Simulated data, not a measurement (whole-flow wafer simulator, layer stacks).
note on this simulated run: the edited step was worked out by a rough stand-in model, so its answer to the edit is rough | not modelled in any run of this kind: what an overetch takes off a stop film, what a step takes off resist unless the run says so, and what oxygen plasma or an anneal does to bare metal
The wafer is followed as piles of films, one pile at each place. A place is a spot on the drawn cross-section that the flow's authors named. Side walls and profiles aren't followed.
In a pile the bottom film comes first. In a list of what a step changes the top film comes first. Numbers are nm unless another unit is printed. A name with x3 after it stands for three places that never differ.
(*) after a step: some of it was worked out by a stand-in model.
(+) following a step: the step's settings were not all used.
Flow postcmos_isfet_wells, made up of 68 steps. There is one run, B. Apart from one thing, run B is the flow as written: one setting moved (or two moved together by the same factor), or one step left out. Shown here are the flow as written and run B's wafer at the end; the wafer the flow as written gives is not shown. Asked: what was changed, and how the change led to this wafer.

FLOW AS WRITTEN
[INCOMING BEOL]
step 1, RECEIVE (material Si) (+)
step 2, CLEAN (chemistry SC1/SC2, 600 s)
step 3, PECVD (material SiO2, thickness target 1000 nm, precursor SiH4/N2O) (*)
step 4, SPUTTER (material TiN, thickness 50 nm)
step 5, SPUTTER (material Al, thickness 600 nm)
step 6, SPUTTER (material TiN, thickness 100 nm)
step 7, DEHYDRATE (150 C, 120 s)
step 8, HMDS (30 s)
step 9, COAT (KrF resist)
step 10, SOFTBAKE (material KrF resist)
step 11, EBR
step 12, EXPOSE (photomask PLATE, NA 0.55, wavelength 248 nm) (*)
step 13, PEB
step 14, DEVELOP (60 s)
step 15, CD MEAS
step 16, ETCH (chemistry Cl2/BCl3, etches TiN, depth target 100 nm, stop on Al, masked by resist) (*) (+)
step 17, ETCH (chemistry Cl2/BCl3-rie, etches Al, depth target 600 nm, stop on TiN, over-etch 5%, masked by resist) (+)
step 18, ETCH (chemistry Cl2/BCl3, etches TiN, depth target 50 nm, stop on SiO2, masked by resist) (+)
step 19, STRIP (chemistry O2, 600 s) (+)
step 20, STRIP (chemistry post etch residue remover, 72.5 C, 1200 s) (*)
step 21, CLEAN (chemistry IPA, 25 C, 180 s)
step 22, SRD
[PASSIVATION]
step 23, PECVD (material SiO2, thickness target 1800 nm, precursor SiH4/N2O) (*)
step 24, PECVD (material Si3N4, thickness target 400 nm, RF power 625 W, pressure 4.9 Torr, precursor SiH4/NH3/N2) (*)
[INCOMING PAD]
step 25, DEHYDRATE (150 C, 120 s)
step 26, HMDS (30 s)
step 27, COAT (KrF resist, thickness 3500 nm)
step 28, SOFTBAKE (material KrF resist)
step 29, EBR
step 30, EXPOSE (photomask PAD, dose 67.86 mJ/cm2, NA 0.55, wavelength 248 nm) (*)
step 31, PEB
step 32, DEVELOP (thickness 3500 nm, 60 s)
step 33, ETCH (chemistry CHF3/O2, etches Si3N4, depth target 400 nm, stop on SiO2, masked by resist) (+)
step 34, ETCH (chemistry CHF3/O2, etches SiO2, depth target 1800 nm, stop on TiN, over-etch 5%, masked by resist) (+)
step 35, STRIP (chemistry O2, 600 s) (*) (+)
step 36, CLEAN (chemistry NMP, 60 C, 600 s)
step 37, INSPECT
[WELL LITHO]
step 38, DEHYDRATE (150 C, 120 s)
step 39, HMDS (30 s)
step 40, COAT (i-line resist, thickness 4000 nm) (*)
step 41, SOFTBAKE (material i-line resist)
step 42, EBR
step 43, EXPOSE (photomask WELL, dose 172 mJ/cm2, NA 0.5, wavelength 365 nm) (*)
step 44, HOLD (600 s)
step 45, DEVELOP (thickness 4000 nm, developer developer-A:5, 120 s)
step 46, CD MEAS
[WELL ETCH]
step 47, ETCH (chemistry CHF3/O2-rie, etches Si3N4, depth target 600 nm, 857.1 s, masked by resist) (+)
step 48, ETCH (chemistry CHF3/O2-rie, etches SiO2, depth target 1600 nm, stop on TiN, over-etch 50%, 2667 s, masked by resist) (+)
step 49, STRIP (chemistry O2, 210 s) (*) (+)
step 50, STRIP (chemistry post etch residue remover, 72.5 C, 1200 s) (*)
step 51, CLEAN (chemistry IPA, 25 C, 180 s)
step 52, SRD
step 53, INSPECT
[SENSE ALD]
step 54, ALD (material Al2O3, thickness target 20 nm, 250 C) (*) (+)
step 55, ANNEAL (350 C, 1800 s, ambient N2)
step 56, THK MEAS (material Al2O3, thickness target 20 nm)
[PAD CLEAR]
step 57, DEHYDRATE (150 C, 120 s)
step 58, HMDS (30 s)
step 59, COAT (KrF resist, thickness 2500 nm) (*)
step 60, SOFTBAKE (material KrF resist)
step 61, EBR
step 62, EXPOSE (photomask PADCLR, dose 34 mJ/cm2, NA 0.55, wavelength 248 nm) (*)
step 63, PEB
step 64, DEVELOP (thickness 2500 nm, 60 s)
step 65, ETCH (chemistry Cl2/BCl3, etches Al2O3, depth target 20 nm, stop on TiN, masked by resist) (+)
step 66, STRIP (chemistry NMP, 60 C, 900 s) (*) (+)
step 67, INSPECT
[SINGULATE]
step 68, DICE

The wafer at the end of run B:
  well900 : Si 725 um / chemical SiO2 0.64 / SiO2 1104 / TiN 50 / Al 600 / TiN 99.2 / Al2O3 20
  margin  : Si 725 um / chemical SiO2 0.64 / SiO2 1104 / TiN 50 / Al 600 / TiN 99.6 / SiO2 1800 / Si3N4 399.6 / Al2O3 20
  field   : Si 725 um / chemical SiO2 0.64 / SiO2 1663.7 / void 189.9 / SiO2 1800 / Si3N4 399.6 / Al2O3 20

Cause: step 3, PECVD: thickness target 1104 nm was run, though the flow has thickness target 1000 nm.
The wafer itself shows it: well900 has SiO2 1104, and step 3 as written asks for 1000 nm.

How this came from the change, step by step:
  step 3, PECVD (material SiO2, thickness target 1000 nm, precursor SiH4/N2O) (*)
      field, margin, well900, well1300 x3, pad_rim, pad_clr, pad_open: +1104 SiO2 (new film) (it would be, as written: +1000 SiO2 (new film))
